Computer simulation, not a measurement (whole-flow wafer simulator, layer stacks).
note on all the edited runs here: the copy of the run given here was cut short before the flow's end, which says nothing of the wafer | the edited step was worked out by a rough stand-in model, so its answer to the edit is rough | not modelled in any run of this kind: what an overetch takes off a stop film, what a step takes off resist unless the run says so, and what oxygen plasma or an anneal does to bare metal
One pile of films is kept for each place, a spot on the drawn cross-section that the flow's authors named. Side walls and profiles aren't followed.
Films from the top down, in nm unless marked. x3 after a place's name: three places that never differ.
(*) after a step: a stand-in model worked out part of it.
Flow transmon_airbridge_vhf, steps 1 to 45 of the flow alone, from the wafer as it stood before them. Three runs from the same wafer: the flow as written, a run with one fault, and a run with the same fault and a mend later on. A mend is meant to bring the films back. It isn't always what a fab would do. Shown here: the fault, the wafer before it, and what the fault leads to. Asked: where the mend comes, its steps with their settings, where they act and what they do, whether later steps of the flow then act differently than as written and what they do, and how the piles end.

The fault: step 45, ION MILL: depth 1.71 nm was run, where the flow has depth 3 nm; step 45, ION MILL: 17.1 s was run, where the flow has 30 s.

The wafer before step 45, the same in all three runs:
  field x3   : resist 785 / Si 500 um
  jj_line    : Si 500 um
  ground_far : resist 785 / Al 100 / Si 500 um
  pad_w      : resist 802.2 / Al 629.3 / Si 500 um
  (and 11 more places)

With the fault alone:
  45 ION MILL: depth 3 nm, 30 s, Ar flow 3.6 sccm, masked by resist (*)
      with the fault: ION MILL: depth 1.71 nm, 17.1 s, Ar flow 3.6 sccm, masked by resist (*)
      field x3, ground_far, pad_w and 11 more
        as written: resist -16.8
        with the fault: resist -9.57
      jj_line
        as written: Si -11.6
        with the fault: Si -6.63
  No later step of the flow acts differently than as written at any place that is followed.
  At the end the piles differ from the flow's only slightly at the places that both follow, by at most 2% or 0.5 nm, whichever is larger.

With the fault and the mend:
  The mend comes after step 45.
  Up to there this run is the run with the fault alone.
  45a ION MILL: depth 1.29 nm, 12.9 s, Ar flow 3.6 sccm, masked by resist (*) (the flow's step 45 once more, with other settings)
      field x3, ground_far, pad_w and 11 more
        resist -7.22
      jj_line
        Si -5
  No later step of the flow acts differently than as written at any place that is followed.
  At the end the piles are the same as the flow's at every place that both follow.
